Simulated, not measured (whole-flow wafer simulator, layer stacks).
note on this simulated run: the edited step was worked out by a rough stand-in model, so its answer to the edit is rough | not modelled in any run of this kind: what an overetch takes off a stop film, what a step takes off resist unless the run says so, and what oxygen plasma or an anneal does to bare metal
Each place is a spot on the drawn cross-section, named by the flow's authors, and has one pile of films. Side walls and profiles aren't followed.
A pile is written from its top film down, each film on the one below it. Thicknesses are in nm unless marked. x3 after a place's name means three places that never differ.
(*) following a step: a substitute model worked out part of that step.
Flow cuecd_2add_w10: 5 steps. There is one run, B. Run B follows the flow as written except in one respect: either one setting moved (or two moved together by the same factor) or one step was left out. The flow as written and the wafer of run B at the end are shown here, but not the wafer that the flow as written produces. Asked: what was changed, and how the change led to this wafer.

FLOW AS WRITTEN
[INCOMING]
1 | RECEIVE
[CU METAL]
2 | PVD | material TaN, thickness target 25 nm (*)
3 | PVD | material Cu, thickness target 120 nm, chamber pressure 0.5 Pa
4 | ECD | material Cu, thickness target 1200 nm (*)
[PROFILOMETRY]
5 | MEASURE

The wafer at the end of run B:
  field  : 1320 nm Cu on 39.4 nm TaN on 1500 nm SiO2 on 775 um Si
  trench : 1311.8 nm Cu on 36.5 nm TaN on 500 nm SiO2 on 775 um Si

What caused this: step 2, PVD: thickness target 39.4 nm was run, whereas the flow has thickness target 25 nm.
One can read it off the wafer: field has TaN 39.4, and step 2 as written asks for 25 nm.

Step by step, how the change led to this:
  2 | PVD | material TaN, thickness target 25 nm (*)
      field: TaN gains 39.4 (new film) (in the flow as written it would be: TaN gains 25 (new film))
      trench: TaN gains 36.5 (new film) (in the flow as written it would be: TaN gains 23.2 (new film))
